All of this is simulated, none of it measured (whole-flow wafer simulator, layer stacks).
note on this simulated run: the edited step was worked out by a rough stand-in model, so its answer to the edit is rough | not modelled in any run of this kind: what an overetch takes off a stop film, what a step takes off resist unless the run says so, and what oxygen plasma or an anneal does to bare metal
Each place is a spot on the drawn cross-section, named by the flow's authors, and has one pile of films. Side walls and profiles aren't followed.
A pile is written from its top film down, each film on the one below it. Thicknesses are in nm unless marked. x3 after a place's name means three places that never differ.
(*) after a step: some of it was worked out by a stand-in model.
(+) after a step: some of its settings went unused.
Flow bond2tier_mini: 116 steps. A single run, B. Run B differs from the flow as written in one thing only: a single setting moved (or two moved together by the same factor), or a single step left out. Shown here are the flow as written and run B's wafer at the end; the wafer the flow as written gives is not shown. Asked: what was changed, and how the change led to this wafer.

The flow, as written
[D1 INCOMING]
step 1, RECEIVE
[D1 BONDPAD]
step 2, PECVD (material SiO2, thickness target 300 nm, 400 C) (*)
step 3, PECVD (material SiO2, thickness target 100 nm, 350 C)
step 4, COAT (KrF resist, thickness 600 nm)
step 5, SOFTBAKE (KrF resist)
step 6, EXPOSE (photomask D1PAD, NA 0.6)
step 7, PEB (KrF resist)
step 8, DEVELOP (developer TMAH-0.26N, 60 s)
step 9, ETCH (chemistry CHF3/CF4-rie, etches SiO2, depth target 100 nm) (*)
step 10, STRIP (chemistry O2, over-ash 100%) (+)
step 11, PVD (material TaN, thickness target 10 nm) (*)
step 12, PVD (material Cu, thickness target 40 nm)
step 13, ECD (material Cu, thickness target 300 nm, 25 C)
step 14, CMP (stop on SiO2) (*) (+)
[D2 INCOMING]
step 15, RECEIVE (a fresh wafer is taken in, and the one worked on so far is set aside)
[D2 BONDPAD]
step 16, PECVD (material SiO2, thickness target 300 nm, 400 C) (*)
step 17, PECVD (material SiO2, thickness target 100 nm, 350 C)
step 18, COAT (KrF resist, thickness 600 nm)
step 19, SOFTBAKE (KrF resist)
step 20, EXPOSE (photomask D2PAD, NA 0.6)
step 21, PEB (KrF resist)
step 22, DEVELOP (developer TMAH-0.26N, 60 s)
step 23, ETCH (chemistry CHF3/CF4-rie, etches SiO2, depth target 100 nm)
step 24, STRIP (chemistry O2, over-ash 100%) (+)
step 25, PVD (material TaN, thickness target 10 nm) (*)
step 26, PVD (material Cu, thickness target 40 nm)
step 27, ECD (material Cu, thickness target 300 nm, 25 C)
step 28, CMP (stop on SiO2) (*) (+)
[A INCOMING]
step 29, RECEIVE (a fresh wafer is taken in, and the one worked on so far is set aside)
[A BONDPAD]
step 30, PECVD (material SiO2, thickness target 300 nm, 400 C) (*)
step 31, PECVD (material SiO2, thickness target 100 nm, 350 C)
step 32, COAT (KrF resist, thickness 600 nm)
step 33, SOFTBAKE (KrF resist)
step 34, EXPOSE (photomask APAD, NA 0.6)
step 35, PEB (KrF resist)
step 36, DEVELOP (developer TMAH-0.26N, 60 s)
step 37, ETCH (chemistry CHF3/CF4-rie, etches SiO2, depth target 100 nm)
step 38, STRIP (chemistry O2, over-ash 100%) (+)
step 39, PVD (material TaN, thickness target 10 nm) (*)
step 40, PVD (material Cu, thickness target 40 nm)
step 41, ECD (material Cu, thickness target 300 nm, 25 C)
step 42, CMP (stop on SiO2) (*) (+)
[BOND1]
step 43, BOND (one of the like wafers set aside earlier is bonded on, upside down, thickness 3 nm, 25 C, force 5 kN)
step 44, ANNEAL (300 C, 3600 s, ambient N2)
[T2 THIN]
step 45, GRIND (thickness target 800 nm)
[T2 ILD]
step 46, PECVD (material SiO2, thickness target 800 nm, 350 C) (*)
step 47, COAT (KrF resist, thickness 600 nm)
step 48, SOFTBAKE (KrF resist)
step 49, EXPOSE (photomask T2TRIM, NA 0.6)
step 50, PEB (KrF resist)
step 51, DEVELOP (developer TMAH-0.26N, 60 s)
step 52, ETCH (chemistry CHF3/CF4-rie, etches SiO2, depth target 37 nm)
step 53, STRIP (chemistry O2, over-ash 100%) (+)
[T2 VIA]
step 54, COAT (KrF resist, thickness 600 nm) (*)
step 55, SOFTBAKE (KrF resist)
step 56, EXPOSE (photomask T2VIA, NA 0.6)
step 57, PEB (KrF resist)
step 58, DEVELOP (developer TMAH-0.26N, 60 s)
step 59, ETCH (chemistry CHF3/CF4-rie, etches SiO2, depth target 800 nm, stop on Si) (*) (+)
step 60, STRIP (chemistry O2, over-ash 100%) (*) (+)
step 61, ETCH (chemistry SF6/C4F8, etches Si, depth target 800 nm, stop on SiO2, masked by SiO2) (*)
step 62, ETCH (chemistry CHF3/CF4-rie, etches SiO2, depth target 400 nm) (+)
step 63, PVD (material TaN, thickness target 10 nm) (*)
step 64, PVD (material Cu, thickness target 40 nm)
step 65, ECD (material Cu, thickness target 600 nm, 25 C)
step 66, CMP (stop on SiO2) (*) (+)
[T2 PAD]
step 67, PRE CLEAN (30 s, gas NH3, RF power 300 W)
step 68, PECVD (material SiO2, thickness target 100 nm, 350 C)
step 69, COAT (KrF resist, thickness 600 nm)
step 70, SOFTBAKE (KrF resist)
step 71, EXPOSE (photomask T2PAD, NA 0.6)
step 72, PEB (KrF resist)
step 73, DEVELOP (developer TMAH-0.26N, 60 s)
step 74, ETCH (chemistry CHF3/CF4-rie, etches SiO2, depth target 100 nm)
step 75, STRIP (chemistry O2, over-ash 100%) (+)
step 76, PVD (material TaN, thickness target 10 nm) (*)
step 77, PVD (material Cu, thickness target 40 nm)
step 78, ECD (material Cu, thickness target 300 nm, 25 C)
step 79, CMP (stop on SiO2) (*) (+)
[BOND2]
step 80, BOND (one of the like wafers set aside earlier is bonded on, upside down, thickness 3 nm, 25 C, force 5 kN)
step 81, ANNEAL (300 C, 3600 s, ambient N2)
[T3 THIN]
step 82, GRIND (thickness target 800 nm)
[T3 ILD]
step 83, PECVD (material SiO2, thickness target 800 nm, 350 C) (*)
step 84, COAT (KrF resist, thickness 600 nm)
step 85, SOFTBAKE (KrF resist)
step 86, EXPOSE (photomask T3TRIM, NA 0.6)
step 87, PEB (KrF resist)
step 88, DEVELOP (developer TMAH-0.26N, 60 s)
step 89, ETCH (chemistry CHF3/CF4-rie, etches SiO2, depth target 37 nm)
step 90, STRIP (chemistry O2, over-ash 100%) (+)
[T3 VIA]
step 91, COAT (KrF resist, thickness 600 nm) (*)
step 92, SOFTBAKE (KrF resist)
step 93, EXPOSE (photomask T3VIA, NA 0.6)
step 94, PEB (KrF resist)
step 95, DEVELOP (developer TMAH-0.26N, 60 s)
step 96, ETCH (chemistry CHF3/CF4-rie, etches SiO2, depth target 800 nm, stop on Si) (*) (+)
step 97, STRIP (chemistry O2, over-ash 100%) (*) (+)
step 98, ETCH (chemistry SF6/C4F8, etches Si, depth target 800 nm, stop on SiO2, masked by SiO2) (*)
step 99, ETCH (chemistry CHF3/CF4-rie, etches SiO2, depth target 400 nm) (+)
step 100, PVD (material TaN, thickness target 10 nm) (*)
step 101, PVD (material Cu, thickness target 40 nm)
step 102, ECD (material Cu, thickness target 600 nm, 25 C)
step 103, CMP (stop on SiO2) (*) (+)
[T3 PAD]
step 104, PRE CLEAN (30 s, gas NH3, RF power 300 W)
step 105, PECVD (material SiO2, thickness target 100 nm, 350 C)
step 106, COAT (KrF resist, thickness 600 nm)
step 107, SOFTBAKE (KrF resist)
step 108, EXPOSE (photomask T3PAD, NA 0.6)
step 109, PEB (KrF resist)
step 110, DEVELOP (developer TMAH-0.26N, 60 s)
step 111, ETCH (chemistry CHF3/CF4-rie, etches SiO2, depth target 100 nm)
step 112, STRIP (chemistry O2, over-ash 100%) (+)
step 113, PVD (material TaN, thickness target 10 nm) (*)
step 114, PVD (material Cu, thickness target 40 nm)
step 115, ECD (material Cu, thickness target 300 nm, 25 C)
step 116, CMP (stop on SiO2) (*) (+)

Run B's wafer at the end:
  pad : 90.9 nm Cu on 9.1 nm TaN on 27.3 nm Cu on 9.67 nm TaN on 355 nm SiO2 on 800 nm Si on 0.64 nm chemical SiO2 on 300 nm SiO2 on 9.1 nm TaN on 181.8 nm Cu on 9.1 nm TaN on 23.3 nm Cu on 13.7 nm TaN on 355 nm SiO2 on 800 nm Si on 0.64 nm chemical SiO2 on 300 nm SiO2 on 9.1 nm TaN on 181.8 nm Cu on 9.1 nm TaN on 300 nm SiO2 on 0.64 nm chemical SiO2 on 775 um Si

What caused this: step 63, PVD: thickness target 14.2 nm was run, while the flow as written has thickness target 10 nm.

The path from the change to this, step by step:
  step 63, PVD (material TaN, thickness target 10 nm) (*)
      field: TaN gains 14.2 (new film) (it would be, as written: TaN gains 10 (new film))
      pad: TaN gains 13.7 (new film) (it would be, as written: TaN gains 9.67 (new film))
  step 66, CMP (stop on SiO2) (*) (+)
      field: Cu loses 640 (all of it), TaN loses 14.2 (all of it) (it would be, as written: Cu loses 640 (all of it), TaN loses 10 (all of it))
